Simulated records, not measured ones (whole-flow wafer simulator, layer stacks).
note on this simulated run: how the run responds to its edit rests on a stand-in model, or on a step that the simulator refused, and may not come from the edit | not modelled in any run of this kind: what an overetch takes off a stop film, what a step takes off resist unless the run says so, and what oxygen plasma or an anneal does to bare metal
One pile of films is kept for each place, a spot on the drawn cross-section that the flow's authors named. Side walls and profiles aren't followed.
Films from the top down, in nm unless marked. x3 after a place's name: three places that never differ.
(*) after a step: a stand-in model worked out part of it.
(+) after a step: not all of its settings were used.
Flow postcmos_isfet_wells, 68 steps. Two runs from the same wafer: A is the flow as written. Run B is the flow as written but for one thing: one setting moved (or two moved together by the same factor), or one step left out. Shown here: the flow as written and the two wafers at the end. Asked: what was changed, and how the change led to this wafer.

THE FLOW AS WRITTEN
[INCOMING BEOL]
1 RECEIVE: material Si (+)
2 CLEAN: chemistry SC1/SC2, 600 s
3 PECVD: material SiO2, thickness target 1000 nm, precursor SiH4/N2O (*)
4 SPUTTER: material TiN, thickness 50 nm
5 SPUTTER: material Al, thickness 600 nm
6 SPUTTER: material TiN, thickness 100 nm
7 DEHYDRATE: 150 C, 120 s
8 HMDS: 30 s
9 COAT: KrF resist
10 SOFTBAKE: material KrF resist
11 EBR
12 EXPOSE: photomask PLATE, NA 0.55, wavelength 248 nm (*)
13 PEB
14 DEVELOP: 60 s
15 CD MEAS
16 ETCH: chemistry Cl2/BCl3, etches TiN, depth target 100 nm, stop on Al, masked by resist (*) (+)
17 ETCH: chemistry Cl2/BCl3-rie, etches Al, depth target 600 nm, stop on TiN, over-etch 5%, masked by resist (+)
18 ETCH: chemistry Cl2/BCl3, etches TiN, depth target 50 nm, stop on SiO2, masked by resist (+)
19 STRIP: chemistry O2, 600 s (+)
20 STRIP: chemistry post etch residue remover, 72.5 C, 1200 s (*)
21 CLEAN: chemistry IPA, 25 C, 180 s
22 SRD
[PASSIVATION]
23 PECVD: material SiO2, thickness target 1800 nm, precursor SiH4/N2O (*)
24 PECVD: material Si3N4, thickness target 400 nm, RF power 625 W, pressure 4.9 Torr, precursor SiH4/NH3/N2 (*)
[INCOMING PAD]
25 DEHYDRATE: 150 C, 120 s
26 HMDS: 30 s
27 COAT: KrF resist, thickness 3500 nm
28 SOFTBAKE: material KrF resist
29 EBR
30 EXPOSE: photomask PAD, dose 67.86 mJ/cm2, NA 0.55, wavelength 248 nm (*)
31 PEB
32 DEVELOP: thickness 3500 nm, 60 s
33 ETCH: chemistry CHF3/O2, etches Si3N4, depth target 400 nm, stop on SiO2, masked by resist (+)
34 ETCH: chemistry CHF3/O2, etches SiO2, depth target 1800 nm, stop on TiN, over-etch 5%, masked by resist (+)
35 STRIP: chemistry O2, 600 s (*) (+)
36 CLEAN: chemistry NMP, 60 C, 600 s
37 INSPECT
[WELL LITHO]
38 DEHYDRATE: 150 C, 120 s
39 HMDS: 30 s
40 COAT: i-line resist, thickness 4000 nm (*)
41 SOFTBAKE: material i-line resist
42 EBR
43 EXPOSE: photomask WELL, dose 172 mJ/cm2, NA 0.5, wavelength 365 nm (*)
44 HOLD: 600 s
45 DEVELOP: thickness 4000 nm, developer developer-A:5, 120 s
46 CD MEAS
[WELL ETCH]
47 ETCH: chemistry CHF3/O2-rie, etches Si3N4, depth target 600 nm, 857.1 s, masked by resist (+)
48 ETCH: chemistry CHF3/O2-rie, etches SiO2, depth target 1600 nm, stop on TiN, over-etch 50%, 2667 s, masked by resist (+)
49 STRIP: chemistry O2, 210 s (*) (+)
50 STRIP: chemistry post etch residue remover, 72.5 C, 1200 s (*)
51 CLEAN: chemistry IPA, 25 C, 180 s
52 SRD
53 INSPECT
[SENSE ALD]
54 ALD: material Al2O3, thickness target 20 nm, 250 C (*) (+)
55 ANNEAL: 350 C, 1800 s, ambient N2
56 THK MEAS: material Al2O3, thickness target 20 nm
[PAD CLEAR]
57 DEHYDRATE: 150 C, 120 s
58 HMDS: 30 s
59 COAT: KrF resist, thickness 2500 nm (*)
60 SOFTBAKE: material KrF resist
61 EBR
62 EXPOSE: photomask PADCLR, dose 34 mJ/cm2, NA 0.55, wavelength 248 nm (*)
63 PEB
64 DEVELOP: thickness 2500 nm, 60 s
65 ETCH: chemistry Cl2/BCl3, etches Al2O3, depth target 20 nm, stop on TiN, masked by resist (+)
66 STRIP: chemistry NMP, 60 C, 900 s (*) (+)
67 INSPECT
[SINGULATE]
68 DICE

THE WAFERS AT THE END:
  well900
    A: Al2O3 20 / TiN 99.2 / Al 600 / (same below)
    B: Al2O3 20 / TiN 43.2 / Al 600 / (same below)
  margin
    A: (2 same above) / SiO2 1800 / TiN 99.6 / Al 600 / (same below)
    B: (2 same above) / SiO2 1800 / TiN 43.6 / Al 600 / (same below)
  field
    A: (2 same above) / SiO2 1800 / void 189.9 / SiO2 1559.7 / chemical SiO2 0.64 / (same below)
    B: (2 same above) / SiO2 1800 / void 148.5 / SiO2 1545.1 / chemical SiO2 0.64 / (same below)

The cause: step 6, SPUTTER: thickness 44 nm was run, where the flow has thickness 100 nm.

How the change led to this, step by step:
  6 SPUTTER: material TiN, thickness 100 nm
      field, margin, well900, well1300 x3, pad_rim, pad_clr, pad_open: A TiN +100 (new film) | B TiN +44 (new film)
  16 ETCH: chemistry Cl2/BCl3, etches TiN, depth target 100 nm, stop on Al, masked by resist (*) (+)
      margin, well900, well1300 x3, pad_rim, pad_clr, pad_open: A KrF resist -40 | B KrF resist -26.4
      field: A TiN -100 (all of it) | B TiN -44 (all of it)
  19 STRIP: chemistry O2, 600 s (+)
      margin, well900, well1300 x3, pad_rim, pad_clr, pad_open: A KrF resist -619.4 (all of it) | B KrF resist -633 (all of it)
  23 PECVD: material SiO2, thickness target 1800 nm, precursor SiH4/N2O (*)
      field: A SiO2 +1800 (new film), void +189.9 (new film), SiO2 +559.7 | B SiO2 +1800 (new film), void +148.5 (new film), SiO2 +545.1
